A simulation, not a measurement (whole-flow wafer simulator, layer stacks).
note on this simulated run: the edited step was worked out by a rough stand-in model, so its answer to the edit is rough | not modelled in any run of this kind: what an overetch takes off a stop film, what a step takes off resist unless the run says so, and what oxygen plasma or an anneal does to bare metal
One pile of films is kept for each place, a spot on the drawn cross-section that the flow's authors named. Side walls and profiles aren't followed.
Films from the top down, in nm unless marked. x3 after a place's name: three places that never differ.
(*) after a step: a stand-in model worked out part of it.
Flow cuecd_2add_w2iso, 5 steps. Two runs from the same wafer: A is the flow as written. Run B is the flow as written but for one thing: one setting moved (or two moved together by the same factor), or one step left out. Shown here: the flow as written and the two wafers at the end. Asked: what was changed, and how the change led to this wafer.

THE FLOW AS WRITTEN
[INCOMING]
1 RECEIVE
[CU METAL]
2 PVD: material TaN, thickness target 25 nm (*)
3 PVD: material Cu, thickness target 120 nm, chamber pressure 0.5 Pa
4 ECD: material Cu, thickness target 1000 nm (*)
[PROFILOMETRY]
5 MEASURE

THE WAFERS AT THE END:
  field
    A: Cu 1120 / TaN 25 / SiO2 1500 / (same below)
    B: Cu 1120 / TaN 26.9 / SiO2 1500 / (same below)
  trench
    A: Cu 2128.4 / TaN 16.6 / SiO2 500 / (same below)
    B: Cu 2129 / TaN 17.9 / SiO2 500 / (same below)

The cause: step 2, PVD: thickness target 26.9 nm was run, where the flow has thickness target 25 nm.
It can be read off the wafer: field has TaN 26.9, and step 2 as written asks for 25 nm.

How the change led to this, step by step:
  2 PVD: material TaN, thickness target 25 nm (*)
      field: A TaN +25 (new film) | B TaN +26.9 (new film)
      trench: A TaN +16.6 (new film) | B TaN +17.9 (new film)
